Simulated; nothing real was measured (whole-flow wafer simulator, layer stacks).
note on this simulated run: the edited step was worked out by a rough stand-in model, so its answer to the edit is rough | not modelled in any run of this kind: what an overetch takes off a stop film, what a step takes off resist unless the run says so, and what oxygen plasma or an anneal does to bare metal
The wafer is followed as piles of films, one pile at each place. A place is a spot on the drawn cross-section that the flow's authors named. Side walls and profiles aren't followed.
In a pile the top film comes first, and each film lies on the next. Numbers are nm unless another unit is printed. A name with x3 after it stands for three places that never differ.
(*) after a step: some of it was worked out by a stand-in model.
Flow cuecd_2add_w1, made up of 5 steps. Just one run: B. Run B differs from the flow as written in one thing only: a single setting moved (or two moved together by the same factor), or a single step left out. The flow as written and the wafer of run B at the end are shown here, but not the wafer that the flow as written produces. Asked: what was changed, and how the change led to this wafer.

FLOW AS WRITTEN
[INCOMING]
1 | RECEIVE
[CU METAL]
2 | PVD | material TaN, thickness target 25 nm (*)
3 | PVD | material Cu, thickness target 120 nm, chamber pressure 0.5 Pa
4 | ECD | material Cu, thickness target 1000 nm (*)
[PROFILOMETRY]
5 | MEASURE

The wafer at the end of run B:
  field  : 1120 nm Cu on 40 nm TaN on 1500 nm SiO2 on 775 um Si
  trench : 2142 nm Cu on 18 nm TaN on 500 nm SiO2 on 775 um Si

Cause: step 2, PVD: thickness target 40 nm was run, whereas the flow has thickness target 25 nm.
One can read it off the wafer: field has TaN 40, and step 2 as written asks for 25 nm.

How this came from the change, step by step:
  2 | PVD | material TaN, thickness target 25 nm (*)
      field: +40 TaN (new film) (it would be, as written: +25 TaN (new film))
      trench: +18 TaN (new film) (it would be, as written: +11.2 TaN (new film))
